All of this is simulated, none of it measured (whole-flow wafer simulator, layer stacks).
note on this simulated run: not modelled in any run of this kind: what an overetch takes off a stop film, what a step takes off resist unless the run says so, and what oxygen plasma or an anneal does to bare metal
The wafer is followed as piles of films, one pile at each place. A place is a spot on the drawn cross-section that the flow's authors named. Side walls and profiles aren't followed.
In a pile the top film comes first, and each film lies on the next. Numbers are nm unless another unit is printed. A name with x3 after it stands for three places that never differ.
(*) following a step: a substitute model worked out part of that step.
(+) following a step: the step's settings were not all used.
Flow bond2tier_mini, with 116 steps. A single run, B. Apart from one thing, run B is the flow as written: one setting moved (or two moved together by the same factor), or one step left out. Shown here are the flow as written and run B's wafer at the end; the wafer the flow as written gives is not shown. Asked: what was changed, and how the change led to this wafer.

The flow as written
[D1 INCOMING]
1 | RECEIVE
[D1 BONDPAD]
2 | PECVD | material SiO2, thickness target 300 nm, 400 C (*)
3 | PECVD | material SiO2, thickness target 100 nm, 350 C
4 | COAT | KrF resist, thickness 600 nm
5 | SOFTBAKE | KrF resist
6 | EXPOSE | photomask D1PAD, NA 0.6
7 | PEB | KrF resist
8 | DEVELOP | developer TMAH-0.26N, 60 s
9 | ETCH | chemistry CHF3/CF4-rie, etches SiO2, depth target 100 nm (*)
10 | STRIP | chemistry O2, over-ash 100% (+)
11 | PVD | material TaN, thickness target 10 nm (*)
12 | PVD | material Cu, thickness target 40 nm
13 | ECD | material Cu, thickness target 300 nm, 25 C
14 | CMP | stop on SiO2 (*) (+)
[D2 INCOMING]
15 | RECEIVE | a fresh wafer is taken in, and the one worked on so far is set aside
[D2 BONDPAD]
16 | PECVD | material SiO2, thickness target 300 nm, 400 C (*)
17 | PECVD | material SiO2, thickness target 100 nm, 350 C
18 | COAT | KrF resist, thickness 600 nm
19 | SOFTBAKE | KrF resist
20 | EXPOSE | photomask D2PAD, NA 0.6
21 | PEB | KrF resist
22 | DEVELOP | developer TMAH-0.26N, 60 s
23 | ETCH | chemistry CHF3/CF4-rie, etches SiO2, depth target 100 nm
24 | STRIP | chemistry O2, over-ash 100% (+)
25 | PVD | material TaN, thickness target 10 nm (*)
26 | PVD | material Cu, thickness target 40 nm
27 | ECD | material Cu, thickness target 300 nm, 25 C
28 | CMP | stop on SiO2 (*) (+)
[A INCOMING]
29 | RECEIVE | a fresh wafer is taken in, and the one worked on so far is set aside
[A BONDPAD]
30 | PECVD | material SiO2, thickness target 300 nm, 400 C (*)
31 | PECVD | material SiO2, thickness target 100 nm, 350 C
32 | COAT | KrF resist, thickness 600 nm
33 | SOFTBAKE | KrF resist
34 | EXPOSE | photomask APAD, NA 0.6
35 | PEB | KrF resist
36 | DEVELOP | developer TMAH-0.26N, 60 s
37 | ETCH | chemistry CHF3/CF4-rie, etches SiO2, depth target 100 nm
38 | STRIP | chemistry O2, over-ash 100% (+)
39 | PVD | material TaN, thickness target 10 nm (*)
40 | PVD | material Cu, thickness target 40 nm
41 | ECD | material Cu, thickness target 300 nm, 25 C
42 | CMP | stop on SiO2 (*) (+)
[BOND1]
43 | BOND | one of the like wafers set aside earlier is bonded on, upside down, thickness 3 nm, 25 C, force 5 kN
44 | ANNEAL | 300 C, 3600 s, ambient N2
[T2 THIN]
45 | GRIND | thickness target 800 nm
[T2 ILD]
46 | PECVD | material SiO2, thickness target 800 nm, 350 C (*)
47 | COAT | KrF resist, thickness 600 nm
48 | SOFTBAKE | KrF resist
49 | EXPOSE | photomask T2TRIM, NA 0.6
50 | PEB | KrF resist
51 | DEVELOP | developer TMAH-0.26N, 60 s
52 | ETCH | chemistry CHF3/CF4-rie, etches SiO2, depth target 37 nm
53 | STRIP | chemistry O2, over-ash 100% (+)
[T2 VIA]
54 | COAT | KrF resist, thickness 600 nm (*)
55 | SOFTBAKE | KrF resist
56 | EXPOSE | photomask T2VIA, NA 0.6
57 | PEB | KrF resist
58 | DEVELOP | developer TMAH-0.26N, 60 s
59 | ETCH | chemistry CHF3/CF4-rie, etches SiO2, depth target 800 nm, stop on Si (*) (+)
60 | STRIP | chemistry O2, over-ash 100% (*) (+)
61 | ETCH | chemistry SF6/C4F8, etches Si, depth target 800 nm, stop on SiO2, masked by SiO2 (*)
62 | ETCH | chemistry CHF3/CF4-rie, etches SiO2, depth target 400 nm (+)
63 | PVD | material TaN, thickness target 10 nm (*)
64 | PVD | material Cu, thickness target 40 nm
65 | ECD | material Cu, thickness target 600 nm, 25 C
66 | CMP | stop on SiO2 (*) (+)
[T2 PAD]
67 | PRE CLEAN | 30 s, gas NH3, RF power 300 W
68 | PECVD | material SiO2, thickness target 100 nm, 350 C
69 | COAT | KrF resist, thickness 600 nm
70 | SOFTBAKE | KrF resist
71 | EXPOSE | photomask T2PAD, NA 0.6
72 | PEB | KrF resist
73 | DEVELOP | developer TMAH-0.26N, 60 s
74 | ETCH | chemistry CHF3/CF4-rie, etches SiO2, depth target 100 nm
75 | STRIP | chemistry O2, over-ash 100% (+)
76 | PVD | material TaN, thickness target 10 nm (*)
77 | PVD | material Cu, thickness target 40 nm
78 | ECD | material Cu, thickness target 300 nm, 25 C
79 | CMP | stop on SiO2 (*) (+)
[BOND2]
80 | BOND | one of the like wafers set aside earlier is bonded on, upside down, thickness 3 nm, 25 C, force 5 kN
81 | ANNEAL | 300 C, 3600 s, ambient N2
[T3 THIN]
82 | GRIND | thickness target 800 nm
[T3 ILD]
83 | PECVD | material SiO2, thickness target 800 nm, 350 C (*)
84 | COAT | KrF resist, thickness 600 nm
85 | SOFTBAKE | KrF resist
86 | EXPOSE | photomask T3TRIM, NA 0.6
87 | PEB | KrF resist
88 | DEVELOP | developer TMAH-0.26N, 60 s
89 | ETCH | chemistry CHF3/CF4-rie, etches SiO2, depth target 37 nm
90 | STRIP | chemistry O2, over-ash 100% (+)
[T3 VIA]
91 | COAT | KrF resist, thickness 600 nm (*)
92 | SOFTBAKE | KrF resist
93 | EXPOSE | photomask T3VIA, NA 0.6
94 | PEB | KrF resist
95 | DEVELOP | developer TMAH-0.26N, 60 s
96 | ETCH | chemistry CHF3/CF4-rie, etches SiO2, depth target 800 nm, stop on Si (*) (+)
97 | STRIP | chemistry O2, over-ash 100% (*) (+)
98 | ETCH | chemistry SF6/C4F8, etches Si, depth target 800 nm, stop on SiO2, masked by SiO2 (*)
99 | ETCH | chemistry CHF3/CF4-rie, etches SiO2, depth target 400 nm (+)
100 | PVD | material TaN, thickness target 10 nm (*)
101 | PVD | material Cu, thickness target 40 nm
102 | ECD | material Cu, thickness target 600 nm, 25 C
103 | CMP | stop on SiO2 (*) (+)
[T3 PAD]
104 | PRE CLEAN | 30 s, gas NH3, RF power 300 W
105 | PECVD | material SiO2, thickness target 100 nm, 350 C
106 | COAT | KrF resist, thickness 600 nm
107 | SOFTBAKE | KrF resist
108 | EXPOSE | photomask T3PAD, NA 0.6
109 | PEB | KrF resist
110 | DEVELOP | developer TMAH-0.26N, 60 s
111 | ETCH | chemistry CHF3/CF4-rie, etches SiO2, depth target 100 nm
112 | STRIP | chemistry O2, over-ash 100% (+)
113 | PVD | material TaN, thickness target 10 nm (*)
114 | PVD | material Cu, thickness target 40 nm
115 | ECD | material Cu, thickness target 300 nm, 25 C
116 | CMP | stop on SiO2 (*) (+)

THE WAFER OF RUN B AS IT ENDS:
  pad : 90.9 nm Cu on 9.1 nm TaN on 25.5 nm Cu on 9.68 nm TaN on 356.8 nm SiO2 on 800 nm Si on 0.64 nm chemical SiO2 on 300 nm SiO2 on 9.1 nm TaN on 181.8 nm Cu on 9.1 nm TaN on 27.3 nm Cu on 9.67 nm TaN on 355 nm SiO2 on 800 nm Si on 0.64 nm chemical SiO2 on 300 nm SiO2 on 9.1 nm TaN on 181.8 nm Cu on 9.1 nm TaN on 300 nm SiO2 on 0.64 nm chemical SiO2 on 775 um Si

Cause: step 89, ETCH: depth target 35.2 nm was run, while the flow as written has depth target 37 nm.

How this came from the change, step by step:
  89 | ETCH | chemistry CHF3/CF4-rie, etches SiO2, depth target 37 nm
      field: -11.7 KrF resist (in the flow as written it would be: -12.3 KrF resist)
      pad: -35.2 SiO2 (in the flow as written it would be: -37 SiO2)
